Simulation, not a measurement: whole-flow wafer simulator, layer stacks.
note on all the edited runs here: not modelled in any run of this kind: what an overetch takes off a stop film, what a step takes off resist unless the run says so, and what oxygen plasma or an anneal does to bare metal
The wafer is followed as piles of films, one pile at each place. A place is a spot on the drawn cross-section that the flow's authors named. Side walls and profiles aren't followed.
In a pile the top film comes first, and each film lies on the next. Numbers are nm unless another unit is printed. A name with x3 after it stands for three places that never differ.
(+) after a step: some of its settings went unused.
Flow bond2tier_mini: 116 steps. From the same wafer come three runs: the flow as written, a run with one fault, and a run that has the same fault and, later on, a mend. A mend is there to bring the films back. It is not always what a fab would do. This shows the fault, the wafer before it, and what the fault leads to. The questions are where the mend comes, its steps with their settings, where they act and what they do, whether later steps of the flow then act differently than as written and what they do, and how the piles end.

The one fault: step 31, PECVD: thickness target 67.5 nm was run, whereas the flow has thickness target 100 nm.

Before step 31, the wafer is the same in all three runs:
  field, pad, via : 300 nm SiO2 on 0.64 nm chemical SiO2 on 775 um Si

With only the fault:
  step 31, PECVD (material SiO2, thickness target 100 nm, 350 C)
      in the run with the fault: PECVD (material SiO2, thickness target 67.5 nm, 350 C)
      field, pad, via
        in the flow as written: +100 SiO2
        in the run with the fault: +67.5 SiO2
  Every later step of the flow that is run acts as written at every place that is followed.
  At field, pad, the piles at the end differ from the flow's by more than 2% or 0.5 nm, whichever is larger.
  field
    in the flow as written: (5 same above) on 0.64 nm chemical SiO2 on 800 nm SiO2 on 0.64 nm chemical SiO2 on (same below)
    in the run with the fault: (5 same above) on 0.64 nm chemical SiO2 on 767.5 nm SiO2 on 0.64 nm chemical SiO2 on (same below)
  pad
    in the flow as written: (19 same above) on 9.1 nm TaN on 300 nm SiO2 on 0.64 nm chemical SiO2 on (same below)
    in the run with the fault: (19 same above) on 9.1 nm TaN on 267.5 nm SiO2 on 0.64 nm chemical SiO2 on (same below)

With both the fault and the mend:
  After step 36 comes the mend.
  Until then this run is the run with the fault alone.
  step 36a, STRIP (chemistry O2, over-ash 100%) (+)
      field
        -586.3 KrF resist (all of it)
  step 36b, PECVD (material SiO2, thickness target 32.5 nm, 350 C) (the flow's step 31 again, with other settings)
      field, pad, via
        +32.5 SiO2
  step 36c, COAT (KrF resist, thickness 600 nm) (the flow's step 32 again)
      field, pad, via
        +600 KrF resist (new film)
  step 36d, SOFTBAKE (KrF resist) (the flow's step 33 again)
      leaves every film unchanged at each place that is followed
  step 36e, EXPOSE (photomask APAD, NA 0.6) (the flow's step 34 again)
      leaves every film unchanged at each place that is followed
  step 36f, PEB (KrF resist) (the flow's step 35 again)
      leaves every film unchanged at each place that is followed
  step 36g, DEVELOP (developer TMAH-0.26N, 60 s) (the flow's step 36 again)
      pad, via
        -600 KrF resist (all of it)
      field
        -13.7 KrF resist
  Every later step of the flow that is run acts as written at every place that is followed.
  At every place that both follow, the piles at the end match the flow's.
